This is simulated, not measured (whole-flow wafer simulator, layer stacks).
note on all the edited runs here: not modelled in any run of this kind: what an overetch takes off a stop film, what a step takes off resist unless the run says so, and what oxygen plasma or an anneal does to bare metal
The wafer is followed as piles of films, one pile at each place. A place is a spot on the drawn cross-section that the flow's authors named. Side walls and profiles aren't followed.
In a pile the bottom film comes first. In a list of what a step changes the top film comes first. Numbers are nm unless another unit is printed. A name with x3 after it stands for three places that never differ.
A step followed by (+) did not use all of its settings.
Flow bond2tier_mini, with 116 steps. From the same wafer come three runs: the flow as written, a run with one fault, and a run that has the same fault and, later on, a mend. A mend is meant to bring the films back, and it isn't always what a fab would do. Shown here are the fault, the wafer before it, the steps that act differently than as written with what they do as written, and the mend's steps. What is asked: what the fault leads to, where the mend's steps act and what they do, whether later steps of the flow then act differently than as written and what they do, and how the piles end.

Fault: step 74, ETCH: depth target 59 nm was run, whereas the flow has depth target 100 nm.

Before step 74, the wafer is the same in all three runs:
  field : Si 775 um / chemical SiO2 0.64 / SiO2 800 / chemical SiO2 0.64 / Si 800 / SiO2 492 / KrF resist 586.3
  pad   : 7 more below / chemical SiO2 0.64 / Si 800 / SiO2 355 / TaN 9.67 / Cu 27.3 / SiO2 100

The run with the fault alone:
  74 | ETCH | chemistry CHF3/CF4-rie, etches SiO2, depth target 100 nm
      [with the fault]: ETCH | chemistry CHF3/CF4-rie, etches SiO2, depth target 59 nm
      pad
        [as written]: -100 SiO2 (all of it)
        [with the fault]: -59 SiO2
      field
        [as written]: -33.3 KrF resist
        [with the fault]: -19.7 KrF resist
  Later steps of the flow acting differently than as written (not shown: 1 more step that differs only slightly, by at most 2% or 0.5 nm, whichever is larger):
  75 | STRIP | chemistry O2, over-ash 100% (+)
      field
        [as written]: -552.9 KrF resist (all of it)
        [with the fault]: -566.6 KrF resist (all of it)
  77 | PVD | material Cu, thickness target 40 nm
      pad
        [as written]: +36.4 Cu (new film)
        [with the fault]: +37.9 Cu (new film)
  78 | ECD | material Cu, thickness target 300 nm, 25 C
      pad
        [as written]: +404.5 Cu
        [with the fault]: +361.7 Cu
  By the end, the piles at pad depart from the flow's by more than 2% or 0.5 nm, whichever is larger.
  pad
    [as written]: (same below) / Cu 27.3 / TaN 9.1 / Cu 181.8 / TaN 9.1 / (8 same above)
    [with the fault]: (same below) / Cu 27.3 / SiO2 41 / TaN 9.47 / Cu 140.4 / TaN 9.1 / (8 same above)

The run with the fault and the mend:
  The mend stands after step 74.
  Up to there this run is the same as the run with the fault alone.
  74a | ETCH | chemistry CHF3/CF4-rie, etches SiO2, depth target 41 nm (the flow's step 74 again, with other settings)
      field
        -13.7 KrF resist
      pad
        -41 SiO2 (all of it)
  None of the later steps of the flow acts differently than as written at any place that is followed.
  By the end, the piles equal the flow's at every place that both follow.
